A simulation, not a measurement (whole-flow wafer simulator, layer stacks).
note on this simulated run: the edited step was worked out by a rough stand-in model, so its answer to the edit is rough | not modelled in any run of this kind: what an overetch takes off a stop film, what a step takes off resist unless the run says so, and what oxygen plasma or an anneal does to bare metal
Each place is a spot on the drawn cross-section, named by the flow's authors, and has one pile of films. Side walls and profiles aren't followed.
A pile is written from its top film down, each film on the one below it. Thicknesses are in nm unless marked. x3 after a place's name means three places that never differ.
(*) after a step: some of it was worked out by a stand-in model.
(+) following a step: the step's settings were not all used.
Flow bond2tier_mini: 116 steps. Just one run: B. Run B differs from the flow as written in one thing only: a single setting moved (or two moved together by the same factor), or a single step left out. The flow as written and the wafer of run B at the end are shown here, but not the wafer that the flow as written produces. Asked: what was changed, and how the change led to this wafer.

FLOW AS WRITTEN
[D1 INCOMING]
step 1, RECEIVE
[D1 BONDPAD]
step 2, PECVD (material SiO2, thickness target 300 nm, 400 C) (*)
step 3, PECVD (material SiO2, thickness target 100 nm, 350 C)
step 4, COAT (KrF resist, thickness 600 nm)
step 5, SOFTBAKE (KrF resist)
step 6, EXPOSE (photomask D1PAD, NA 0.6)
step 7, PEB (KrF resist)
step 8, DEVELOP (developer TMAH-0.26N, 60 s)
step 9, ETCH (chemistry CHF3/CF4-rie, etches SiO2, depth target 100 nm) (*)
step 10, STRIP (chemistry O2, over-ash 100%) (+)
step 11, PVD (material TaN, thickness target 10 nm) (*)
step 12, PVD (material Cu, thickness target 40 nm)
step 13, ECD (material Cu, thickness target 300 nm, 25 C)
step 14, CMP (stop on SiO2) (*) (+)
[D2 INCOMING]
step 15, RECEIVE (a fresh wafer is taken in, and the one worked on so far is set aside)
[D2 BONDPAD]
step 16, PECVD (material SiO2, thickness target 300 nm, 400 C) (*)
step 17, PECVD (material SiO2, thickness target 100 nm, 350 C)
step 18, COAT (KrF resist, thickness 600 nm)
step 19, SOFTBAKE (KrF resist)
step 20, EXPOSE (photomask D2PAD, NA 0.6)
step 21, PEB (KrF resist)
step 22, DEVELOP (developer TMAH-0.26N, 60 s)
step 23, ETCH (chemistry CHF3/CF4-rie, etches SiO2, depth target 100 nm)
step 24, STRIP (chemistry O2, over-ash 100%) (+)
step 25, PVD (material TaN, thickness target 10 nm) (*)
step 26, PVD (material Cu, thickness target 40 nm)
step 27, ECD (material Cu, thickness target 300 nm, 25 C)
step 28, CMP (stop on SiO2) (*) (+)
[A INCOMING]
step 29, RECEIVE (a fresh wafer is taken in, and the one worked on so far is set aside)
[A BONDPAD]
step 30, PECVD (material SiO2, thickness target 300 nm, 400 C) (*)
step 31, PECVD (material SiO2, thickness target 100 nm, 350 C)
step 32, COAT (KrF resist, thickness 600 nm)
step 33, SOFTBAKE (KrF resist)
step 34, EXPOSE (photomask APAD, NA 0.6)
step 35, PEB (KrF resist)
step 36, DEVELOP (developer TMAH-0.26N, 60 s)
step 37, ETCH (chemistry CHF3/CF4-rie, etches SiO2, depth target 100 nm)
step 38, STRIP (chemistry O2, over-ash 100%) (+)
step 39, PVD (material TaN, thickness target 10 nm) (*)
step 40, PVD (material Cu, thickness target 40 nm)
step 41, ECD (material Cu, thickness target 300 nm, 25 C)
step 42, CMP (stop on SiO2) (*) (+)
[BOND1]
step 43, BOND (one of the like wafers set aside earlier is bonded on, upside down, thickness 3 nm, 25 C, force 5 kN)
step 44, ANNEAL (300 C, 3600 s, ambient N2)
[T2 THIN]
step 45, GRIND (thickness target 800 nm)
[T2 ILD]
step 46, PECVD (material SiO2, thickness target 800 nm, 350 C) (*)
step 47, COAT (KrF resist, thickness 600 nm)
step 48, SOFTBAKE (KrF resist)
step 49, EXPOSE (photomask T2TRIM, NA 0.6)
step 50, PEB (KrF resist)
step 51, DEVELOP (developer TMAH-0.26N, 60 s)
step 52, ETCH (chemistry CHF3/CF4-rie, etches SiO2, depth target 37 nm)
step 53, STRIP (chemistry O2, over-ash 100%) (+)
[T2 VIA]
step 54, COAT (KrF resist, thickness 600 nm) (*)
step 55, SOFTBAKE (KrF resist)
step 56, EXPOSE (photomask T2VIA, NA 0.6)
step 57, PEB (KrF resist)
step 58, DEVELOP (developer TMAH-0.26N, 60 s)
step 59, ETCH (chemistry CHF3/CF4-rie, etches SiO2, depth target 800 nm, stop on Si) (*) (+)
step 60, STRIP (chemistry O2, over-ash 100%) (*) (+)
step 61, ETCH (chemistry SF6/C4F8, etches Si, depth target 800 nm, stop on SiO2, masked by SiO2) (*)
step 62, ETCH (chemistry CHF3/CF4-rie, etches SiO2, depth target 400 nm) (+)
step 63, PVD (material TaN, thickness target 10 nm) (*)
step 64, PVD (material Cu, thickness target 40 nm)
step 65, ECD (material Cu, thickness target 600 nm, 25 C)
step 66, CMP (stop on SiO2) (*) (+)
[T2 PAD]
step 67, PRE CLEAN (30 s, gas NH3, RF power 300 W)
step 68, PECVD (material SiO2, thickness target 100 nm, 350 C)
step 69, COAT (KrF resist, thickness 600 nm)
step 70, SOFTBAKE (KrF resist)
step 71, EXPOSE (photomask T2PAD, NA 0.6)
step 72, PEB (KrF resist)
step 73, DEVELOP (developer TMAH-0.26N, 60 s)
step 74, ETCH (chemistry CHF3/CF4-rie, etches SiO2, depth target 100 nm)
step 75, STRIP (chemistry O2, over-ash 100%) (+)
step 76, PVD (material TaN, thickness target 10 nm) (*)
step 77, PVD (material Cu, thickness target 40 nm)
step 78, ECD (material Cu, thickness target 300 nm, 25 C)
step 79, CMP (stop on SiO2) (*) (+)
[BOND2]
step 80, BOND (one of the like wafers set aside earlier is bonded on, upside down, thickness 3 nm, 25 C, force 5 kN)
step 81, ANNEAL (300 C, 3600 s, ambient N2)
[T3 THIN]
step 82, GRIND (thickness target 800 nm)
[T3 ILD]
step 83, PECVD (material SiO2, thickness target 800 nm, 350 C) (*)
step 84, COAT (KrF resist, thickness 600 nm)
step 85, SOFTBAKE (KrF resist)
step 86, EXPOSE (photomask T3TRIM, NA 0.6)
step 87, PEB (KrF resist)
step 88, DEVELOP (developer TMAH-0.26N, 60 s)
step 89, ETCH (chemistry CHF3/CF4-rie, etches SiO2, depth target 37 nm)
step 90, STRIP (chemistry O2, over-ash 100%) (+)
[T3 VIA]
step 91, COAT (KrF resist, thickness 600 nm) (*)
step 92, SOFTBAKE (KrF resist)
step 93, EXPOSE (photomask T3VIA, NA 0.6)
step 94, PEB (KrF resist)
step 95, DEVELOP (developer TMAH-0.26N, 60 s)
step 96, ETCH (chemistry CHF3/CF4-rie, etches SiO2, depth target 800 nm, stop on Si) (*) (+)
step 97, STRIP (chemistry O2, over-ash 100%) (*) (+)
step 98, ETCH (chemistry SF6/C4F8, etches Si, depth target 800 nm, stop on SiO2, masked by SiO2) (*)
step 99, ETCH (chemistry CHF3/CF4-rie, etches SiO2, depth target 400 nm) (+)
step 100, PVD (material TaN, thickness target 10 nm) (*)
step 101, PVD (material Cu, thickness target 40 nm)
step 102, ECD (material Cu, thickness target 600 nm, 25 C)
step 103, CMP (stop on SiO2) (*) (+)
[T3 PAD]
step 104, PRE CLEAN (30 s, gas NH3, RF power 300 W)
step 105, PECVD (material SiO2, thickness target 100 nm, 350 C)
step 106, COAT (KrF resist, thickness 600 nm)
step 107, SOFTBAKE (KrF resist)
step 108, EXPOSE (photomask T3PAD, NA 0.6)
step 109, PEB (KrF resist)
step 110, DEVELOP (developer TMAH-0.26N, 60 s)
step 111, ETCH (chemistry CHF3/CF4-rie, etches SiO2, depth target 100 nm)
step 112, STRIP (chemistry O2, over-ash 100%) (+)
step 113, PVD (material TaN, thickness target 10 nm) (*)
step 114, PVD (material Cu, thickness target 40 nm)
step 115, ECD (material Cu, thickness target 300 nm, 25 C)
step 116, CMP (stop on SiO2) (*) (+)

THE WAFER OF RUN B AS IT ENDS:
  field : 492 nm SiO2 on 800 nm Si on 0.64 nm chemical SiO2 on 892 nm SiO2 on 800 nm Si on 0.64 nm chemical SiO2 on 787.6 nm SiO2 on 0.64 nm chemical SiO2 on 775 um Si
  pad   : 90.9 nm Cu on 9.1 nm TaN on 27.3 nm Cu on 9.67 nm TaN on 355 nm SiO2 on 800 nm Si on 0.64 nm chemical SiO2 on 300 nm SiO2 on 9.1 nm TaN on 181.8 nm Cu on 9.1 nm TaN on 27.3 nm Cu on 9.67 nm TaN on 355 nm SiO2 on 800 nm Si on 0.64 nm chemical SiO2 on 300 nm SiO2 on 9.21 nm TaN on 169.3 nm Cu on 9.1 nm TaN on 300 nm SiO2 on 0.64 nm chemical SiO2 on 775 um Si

The reason: step 3, PECVD: thickness target 87.6 nm was run, while the flow as written has thickness target 100 nm; step 9, ETCH: depth target 87.6 nm was run, where the flow has depth target 100 nm.

The path from the change to this, step by step:
  step 3, PECVD (material SiO2, thickness target 100 nm, 350 C)
      field, pad, via: +87.6 SiO2 (it would be, as written: +100 SiO2)
  step 9, ETCH (chemistry CHF3/CF4-rie, etches SiO2, depth target 100 nm) (*)
      pad, via: -87.6 SiO2 (it would be, as written: -100 SiO2)
      field: -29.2 KrF resist (it would be, as written: -33.3 KrF resist)
  step 13, ECD (material Cu, thickness target 300 nm, 25 C)
      pad: +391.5 Cu (it would be, as written: +404.5 Cu)
      via: +387.7 Cu (it would be, as written: +400.2 Cu)
  step 43, BOND (one of the like wafers set aside earlier is bonded on, upside down, thickness 3 nm, 25 C, force 5 kN)
      field: +775 um Si (new film), +0.64 chemical SiO2 (new film), +387.6 SiO2 (it would be, as written: +775 um Si (new film), +0.64 chemical SiO2 (new film), +400 SiO2)
      pad: +775 um Si (new film), +0.64 chemical SiO2 (new film), +300 SiO2 (new film), +9.21 TaN (new film), +78.4 Cu (it would be, as written: +775 um Si (new film), +0.64 chemical SiO2 (new film), +300 SiO2 (new film), +9.1 TaN (new film), +90.9 Cu)
      (and at 1 other place as well)
